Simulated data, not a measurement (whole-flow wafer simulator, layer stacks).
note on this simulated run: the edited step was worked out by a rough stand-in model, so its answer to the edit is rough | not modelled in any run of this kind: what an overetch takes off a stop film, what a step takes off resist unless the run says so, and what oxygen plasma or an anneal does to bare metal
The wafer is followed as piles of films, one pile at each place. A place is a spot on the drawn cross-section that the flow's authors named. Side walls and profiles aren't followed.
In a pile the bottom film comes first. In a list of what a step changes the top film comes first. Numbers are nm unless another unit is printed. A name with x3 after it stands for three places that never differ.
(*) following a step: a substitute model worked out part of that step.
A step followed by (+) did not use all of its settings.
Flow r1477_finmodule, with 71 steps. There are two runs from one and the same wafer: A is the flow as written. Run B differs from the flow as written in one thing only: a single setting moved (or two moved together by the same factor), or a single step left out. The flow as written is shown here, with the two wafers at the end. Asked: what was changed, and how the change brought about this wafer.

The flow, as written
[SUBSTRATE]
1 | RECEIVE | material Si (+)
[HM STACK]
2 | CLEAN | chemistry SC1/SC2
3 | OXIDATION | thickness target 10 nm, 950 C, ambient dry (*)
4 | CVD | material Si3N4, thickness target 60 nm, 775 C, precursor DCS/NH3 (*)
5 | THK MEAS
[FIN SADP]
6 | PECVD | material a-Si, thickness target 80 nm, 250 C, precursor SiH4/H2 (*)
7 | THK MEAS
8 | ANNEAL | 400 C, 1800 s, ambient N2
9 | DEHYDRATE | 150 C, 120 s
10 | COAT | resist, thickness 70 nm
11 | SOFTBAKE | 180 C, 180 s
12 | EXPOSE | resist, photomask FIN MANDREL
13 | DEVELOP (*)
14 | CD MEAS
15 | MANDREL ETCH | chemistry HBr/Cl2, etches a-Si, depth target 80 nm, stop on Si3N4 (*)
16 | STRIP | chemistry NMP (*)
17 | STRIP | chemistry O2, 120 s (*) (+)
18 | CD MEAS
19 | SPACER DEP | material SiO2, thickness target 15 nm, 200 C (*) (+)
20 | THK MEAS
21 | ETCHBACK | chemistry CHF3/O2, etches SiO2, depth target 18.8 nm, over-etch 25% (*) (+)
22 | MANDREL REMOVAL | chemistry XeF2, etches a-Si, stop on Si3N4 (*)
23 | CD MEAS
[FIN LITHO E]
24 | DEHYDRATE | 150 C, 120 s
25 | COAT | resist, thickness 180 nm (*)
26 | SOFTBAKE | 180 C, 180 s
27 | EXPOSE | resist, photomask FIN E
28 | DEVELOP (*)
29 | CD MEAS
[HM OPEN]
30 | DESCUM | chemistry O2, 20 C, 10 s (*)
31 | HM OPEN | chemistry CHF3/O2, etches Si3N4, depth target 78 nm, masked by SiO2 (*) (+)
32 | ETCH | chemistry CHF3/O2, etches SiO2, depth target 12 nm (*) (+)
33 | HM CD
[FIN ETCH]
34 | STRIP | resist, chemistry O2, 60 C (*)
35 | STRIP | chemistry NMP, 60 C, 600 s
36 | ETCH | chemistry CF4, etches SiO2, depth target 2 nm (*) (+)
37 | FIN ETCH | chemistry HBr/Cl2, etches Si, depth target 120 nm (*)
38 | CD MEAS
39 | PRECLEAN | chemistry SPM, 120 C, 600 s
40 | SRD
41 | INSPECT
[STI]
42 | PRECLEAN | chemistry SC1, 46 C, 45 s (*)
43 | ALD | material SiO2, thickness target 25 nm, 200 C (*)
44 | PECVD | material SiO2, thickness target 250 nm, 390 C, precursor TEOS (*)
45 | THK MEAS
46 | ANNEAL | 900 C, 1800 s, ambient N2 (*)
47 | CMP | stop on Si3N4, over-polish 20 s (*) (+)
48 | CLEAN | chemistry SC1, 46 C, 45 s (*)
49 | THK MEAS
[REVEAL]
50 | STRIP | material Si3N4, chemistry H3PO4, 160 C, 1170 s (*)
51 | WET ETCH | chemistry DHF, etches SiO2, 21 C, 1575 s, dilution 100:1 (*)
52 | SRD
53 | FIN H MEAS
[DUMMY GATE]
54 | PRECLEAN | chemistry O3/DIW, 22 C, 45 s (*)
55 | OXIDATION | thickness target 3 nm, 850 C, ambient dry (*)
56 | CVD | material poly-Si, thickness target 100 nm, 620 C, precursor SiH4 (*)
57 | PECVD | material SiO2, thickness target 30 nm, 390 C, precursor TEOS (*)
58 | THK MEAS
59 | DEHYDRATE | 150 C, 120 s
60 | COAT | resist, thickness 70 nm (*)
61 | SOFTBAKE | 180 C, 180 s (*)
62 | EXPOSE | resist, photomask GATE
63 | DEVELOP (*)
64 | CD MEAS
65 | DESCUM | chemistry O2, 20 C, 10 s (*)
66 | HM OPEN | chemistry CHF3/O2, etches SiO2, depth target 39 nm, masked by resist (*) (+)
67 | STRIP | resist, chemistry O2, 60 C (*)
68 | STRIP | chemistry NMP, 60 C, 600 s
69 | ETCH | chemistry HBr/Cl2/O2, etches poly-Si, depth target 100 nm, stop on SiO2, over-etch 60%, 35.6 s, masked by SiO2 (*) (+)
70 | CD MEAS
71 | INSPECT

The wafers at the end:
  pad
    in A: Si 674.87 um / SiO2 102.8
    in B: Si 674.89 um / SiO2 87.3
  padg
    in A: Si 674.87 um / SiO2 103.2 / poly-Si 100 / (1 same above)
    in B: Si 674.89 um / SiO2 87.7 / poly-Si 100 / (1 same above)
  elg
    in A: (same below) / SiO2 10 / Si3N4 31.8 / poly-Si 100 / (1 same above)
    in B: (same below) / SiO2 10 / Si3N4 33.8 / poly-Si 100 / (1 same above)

Cause: step 37, FIN ETCH: depth target 104.4 nm was run, though the flow has depth target 120 nm.

How this came from the change, step by step:
  37 | FIN ETCH | chemistry HBr/Cl2, etches Si, depth target 120 nm (*)
      pad, padg, esg and 19 more: A Si loses 120 | B Si loses 104.4
      elg, e40lg, e100lg, e200lg, elo, e40lo, e100lo, e200lo: A Si3N4 loses 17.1 | B Si3N4 loses 14.9
      (as well as at 6 more places)
  43 | ALD | material SiO2, thickness target 25 nm, 200 C (*)
      s40cg, s45cg, s50cg, s40co, s45co, s50co: A SiO2 gains 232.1 (new film) | B SiO2 gains 217.7 (new film)
      esg: A SiO2 gains 194.3 (new film) | B SiO2 gains 180.9 (new film)
  47 | CMP | stop on Si3N4, over-polish 20 s (*) (+)
      pad, padg, e40sg and 11 more: A SiO2 loses 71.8 | B SiO2 loses 87.4
      eso: A SiO2 loses 72.4 | B SiO2 loses 88
  51 | WET ETCH | chemistry DHF, etches SiO2, 21 C, 1575 s, dilution 100:1 (*)
      elg, e40lg, e100lg, e200lg, elo, e40lo, e100lo, e200lo: A SiO2 loses 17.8 (all of it), Si3N4 loses 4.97 | B SiO2 loses 15.6 (all of it), Si3N4 loses 5.15
  67 | STRIP | resist, chemistry O2, 60 C (*)
      e40sg: A resist loses 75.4 (all of it) | B resist loses 77.3 (all of it)
      e100sg: A resist loses 75.3 (all of it) | B resist loses 77.2 (all of it)
      (as well as at 1 more place)
